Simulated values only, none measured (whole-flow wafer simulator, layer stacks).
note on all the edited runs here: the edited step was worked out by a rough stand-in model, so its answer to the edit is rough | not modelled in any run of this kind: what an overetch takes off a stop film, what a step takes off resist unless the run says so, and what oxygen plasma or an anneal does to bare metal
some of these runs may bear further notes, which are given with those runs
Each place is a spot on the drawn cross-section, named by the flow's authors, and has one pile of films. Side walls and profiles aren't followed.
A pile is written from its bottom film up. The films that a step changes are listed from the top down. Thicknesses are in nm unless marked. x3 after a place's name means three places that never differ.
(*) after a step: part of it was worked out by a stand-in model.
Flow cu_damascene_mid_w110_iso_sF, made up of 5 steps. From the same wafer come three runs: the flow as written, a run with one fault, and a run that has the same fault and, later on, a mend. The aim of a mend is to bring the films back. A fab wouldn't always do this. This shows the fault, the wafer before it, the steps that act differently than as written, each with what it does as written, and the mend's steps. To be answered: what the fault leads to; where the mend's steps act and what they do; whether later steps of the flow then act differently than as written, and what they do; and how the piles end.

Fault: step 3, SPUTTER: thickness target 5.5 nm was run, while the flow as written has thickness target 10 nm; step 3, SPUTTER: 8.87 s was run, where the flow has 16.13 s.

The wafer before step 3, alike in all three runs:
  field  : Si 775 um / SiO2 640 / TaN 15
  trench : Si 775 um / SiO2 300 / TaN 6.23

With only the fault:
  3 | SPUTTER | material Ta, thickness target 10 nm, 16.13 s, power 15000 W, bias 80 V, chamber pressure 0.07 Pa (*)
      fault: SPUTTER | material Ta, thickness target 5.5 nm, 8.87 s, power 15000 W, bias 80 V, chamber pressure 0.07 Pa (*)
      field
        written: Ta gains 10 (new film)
        fault: Ta gains 5.5 (new film)
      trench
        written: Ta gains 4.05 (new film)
        fault: Ta gains 2.22 (new film)
  Later steps of the flow that are run all act as written at every place that is followed, up to a difference of at most 2% or 0.5 nm, whichever is larger.
  At field, trench, the piles at the end differ from the flow's by more than 2% or 0.5 nm, whichever is larger.
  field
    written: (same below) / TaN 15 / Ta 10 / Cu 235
    fault: (same below) / TaN 15 / Ta 5.5 / Cu 235
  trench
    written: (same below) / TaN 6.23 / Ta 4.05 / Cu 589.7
    fault: (same below) / TaN 6.23 / Ta 2.22 / Cu 587

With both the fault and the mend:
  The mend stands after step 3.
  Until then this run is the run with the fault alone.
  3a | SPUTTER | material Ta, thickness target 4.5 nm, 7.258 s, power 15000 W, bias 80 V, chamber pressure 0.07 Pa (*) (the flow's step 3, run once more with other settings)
      field
        Ta gains 4.5
      trench
        Ta gains 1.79
  Later steps of the flow that are run all act as written at every place that is followed, up to a difference of at most 2% or 0.5 nm, whichever is larger.
  When the end is reached, the piles differ only a little from the flow's at the places that both follow, at most by 2% or 0.5 nm, whichever is larger.
